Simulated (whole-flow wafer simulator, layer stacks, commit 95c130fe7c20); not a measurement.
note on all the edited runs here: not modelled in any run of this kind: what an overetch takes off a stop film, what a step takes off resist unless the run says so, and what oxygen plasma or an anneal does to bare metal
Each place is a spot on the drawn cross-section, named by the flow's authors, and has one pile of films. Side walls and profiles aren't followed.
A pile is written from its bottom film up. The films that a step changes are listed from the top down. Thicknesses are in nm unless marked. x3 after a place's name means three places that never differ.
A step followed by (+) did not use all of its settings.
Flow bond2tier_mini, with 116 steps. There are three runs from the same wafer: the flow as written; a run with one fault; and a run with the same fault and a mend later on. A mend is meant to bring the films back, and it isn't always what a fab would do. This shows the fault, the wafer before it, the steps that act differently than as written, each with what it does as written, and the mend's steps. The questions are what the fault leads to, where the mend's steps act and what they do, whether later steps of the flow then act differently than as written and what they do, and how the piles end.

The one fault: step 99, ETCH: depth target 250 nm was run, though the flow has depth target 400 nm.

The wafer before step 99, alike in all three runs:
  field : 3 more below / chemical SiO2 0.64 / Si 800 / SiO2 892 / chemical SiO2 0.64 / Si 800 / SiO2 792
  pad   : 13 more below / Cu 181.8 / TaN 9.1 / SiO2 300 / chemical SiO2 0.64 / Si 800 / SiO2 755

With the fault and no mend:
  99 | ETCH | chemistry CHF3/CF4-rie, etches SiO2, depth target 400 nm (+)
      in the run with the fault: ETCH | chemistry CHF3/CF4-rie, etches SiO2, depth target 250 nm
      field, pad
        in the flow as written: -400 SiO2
        in the run with the fault: -250 SiO2
  Later steps of the flow that are run all act as written at every place that is followed.
  At field, pad, the piles at the end differ from the flow's by more than 2% or 0.5 nm, whichever is larger.
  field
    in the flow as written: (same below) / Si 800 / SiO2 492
    in the run with the fault: (same below) / Si 800 / SiO2 642
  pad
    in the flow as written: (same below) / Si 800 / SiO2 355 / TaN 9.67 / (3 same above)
    in the run with the fault: (same below) / Si 800 / SiO2 505 / TaN 9.67 / (3 same above)

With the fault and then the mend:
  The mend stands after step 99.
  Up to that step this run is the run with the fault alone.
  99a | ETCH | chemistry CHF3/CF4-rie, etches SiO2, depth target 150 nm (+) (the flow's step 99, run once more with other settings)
      field, pad
        -150 SiO2
  Later steps of the flow that are run all act as written at every place that is followed.
  At every place that both follow, the piles at the end match the flow's.
